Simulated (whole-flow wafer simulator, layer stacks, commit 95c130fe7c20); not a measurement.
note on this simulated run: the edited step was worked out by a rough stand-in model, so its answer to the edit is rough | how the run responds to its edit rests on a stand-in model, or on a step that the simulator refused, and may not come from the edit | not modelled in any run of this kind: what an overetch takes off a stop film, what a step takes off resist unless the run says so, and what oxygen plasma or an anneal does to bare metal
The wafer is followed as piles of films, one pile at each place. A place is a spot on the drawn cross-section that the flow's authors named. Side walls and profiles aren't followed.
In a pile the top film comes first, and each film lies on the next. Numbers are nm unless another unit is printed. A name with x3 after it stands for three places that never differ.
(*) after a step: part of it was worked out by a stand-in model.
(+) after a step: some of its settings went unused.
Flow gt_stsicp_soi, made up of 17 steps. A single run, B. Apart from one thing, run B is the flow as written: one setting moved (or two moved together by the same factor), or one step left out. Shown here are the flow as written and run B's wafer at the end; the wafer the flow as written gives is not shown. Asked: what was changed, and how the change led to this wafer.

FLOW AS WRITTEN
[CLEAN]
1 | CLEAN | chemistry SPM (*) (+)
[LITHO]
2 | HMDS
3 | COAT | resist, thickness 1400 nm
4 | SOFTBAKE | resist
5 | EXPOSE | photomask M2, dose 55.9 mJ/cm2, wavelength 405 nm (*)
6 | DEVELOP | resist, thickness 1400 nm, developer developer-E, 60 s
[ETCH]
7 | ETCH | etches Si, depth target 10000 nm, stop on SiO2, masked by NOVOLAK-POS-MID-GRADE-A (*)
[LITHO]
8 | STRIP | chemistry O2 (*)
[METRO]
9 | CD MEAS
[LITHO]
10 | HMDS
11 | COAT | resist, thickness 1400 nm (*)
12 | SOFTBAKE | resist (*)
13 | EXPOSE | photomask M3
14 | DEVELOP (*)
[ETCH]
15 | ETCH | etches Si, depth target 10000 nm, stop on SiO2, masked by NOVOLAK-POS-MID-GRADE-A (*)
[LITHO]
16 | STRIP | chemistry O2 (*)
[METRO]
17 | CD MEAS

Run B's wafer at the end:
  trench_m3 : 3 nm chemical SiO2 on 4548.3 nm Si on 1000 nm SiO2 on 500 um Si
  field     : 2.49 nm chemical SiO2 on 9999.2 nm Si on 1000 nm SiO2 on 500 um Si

The reason: step 15, ETCH: depth target 5450 nm was run, while the flow as written has depth target 10000 nm.

Step by step, how the change led to this:
  15 | ETCH | etches Si, depth target 10000 nm, stop on SiO2, masked by NOVOLAK-POS-MID-GRADE-A (*)
      trench_m3: chemical SiO2 loses 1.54 (all of it), Si loses 5450 (it would be, as written: chemical SiO2 loses 1.54 (all of it), Si loses 9999.6 (all of it))
      field, trench_m2: resist loses 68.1 (it would be, as written: resist loses 125)
  16 | STRIP | chemistry O2 (*)
      trench_m3: chemical SiO2 gains 3 (new film), Si loses 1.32 (it would be, as written: nothing)
      field: resist loses 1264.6 (all of it), chemical SiO2 gains 0.94, Si loses 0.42 (it would be, as written: resist loses 1207.8 (all of it), chemical SiO2 gains 0.94, Si loses 0.41)
